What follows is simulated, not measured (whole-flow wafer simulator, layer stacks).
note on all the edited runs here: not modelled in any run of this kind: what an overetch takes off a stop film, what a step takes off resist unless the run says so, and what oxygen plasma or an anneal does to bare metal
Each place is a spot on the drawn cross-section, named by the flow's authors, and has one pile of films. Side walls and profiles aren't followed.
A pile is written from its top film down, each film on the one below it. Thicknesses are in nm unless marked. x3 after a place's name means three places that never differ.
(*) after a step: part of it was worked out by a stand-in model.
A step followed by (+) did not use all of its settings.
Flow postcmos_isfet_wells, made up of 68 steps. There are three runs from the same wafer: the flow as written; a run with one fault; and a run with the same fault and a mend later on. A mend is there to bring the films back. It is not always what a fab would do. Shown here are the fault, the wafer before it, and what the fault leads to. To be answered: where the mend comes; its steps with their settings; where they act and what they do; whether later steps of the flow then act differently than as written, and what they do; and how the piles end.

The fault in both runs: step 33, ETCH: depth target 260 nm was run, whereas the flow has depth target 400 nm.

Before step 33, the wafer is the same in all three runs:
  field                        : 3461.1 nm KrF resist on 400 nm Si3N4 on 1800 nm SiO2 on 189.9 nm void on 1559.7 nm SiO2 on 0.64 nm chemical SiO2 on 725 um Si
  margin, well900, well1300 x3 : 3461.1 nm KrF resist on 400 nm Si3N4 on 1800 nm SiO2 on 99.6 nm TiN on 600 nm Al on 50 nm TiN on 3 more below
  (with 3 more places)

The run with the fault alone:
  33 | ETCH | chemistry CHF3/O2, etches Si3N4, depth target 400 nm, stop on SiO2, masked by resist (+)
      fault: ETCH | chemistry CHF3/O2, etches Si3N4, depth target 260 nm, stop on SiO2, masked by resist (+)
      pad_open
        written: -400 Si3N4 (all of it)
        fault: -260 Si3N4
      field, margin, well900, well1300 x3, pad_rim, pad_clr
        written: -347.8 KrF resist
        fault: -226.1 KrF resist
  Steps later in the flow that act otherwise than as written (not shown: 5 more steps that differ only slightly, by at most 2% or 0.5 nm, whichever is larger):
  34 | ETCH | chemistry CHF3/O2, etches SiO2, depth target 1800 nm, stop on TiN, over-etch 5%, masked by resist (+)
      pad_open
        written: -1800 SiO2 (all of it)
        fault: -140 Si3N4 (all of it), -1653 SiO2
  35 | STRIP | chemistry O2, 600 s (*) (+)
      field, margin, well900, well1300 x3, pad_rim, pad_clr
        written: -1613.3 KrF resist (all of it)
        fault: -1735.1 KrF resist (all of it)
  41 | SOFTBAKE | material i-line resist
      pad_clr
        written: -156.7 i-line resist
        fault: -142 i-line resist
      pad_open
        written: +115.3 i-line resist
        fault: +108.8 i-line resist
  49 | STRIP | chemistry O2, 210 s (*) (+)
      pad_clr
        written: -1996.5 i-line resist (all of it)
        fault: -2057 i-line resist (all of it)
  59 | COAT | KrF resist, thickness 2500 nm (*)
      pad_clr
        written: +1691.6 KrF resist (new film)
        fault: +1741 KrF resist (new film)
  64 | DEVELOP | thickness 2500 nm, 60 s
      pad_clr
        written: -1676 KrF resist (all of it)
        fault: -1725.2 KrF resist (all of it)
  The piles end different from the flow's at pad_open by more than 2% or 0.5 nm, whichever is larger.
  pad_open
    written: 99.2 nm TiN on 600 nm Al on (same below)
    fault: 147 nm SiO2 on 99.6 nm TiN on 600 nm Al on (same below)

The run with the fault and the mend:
  The mend follows step 33.
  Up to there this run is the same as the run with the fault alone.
  33a | ETCH | chemistry CHF3/O2, etches Si3N4, depth target 140 nm, stop on SiO2, masked by resist (a further turn of the flow's step 33, with different settings)
      field, margin, well900, well1300 x3, pad_rim, pad_clr
        -121.7 KrF resist
      pad_open
        -140 Si3N4 (all of it)
  None of the later steps of the flow acts differently than as written at any place that is followed.
  By the end, the piles equal the flow's at every place that both follow.
